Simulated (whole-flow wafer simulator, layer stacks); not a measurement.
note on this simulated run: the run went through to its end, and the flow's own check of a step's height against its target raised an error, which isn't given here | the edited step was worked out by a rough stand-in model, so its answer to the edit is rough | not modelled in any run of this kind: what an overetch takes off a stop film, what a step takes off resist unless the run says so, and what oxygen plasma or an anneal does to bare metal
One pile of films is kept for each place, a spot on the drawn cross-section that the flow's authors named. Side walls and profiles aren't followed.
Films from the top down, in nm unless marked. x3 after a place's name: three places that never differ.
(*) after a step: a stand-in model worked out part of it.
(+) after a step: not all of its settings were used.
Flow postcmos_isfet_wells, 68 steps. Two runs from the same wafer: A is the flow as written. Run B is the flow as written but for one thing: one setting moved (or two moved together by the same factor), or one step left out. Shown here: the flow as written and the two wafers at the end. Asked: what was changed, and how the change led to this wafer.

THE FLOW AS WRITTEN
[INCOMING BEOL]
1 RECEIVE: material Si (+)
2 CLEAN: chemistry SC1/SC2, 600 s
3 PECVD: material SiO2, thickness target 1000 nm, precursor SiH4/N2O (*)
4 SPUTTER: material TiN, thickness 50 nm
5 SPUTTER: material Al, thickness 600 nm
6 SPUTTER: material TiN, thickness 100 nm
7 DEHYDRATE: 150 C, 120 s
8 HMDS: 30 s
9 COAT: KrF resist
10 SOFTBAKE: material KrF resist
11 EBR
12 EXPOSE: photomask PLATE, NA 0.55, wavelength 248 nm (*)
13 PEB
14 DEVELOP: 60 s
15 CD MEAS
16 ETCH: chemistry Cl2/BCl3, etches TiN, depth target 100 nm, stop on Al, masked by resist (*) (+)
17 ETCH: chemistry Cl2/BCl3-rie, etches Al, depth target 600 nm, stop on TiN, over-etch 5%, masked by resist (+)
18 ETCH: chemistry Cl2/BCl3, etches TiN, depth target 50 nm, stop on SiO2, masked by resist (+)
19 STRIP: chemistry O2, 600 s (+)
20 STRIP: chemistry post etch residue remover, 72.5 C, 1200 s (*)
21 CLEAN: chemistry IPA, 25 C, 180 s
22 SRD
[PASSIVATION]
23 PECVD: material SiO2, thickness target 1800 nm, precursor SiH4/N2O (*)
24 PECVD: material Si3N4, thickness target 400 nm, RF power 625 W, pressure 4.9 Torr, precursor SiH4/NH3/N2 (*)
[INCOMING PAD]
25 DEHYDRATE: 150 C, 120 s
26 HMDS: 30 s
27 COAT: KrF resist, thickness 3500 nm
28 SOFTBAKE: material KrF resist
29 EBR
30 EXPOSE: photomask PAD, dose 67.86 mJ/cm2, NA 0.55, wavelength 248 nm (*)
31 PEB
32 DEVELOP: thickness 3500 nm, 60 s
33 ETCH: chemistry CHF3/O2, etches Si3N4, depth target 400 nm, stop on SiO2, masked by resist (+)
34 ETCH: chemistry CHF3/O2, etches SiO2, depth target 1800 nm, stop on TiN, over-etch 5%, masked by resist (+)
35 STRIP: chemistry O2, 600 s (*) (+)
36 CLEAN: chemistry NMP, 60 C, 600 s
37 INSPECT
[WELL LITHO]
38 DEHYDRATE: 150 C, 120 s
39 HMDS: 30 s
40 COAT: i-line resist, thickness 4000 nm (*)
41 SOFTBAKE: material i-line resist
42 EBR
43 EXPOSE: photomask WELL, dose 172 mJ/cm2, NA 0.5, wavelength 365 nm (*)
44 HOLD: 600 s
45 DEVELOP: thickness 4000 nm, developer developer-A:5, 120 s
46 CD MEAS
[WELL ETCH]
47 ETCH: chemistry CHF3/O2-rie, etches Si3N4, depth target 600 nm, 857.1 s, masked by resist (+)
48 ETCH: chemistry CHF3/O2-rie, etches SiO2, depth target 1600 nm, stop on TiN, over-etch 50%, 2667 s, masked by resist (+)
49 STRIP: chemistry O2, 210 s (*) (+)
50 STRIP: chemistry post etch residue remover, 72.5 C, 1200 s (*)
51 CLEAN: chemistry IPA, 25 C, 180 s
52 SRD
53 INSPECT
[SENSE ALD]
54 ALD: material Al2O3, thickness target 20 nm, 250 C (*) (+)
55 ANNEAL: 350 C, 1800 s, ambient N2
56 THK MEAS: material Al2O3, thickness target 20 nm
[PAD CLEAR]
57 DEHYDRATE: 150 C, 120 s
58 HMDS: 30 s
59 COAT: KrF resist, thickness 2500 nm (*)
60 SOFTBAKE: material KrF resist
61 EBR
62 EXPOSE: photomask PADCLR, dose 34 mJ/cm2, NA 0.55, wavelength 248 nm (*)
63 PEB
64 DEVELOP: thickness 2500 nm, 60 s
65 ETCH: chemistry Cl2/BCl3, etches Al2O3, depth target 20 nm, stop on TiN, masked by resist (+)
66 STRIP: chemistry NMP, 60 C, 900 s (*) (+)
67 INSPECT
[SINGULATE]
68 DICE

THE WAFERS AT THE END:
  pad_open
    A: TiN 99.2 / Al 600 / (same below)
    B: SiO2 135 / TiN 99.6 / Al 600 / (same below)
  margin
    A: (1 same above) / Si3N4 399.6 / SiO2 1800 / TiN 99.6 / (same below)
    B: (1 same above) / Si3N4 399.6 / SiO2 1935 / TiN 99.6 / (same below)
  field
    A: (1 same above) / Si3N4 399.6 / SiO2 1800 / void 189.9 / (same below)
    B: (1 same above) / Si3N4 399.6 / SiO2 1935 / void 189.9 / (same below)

The cause: step 23, PECVD: thickness target 1935 nm was run, where the flow has thickness target 1800 nm.
It can be read off the wafer: margin has SiO2 1935, and step 23 as written asks for 1800 nm.

How the change led to this, step by step:
  23 PECVD: material SiO2, thickness target 1800 nm, precursor SiH4/N2O (*)
      margin, well900, well1300 x3, pad_rim, pad_clr, pad_open: A SiO2 +1800 (new film) | B SiO2 +1935 (new film)
      field: A SiO2 +1800 (new film), void +189.9 (new film), SiO2 +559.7 | B SiO2 +1935 (new film), void +189.9 (new film), SiO2 +559.7
  34 ETCH: chemistry CHF3/O2, etches SiO2, depth target 1800 nm, stop on TiN, over-etch 5%, masked by resist (+)
      pad_open: A SiO2 -1800 (all of it) | B SiO2 -1800
  48 ETCH: chemistry CHF3/O2-rie, etches SiO2, depth target 1600 nm, stop on TiN, over-etch 50%, 2667 s, masked by resist (+)
      well900, well1300 x3: A SiO2 -1600 (all of it) | B SiO2 -1735 (all of it)
  59 COAT: KrF resist, thickness 2500 nm (*)
      field: A KrF resist +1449 (new film) | B KrF resist +1384.5 (new film)
      margin: A KrF resist +1448.9 (new film) | B KrF resist +1384.4 (new film)
  66 STRIP: chemistry NMP, 60 C, 900 s (*) (+)
      field: A KrF resist -1400.1 (all of it) | B KrF resist -1336.1 (all of it)
      margin: A KrF resist -1400.1 (all of it) | B KrF resist -1336 (all of it)
